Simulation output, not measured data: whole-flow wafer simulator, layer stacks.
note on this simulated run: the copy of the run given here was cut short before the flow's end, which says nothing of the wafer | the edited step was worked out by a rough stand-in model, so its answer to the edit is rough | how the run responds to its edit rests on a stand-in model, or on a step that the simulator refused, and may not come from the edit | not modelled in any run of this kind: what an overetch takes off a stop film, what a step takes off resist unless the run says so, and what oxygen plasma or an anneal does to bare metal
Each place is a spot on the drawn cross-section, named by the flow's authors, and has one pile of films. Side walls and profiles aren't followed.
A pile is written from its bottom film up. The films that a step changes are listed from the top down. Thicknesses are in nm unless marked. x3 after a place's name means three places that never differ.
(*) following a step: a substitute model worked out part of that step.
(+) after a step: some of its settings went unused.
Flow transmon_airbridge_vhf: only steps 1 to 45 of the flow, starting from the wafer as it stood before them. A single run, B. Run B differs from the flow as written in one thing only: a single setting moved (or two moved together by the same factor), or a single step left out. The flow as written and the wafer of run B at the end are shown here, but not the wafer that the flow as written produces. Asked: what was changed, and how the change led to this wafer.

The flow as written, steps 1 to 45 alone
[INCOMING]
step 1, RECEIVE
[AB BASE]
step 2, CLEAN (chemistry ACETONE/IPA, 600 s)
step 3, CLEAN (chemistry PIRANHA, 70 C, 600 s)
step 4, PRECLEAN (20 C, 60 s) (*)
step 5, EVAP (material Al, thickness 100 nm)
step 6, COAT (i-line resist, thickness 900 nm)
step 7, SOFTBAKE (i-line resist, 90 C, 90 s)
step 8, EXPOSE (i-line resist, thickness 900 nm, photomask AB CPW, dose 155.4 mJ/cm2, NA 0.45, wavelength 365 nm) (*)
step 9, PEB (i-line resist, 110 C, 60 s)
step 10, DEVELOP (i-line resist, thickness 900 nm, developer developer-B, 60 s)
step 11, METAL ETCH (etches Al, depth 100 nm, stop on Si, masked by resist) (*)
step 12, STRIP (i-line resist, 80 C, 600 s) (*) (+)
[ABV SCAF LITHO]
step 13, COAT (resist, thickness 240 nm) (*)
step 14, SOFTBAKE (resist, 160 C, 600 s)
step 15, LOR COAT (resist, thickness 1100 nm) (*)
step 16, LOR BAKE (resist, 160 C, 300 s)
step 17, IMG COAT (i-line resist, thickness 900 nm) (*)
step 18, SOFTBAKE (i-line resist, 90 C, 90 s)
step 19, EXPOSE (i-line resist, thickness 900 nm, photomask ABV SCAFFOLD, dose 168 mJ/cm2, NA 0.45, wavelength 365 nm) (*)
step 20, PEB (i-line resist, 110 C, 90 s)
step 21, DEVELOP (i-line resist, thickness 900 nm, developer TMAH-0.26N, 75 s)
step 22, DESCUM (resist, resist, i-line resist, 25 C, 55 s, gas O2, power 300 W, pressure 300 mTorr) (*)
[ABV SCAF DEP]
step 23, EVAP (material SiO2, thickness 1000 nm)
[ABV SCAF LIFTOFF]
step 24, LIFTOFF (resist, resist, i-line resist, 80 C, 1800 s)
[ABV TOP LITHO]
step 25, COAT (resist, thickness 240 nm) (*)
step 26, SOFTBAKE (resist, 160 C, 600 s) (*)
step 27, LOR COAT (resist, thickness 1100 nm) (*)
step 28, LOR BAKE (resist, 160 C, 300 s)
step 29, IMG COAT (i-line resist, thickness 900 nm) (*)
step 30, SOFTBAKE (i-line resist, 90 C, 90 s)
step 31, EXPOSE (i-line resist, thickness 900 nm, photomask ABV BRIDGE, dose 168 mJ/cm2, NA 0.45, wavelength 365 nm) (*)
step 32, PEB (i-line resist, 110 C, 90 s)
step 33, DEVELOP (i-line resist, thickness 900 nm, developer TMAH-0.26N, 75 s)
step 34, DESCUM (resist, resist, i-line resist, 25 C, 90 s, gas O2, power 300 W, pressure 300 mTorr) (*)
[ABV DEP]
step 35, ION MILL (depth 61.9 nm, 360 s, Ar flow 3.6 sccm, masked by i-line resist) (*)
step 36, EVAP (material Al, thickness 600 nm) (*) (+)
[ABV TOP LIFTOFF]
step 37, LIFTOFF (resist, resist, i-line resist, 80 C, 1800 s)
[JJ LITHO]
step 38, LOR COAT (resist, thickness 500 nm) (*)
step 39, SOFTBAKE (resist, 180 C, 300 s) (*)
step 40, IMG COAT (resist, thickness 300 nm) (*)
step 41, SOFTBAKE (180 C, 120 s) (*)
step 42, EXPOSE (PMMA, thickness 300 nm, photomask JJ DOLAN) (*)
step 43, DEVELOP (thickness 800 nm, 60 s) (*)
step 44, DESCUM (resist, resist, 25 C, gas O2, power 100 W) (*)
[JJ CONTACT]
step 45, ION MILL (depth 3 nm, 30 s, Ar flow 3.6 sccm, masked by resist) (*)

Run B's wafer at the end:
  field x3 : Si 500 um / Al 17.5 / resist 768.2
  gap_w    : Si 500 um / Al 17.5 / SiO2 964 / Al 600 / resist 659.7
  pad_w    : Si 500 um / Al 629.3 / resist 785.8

The reason: step 11, METAL ETCH: depth 82.5 nm was run, whereas the flow has depth 100 nm.

The path from the change to this, step by step:
  step 11, METAL ETCH (etches Al, depth 100 nm, stop on Si, masked by resist) (*)
      field x3, jj_line, gap_w, gap_e: -82.5 Al (as written it would have been: -100 Al (all of it))
      ground_far, pad_w, flank_w and 8 more: -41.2 i-line resist (as written it would have been: -50 i-line resist)
  step 45, ION MILL (depth 3 nm, 30 s, Ar flow 3.6 sccm, masked by resist) (*)
      jj_line: -17.5 Al (all of it), -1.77 Si (as written it would have been: -11.6 Si)
With metal films that touch counted as one body, field x3 has 1 body; the flow as written gives 0 bodies.
With metal films that touch counted as one body, gap_w has 2 bodies (between them, from the top down: SiO2 964); the flow as written gives 1 body.
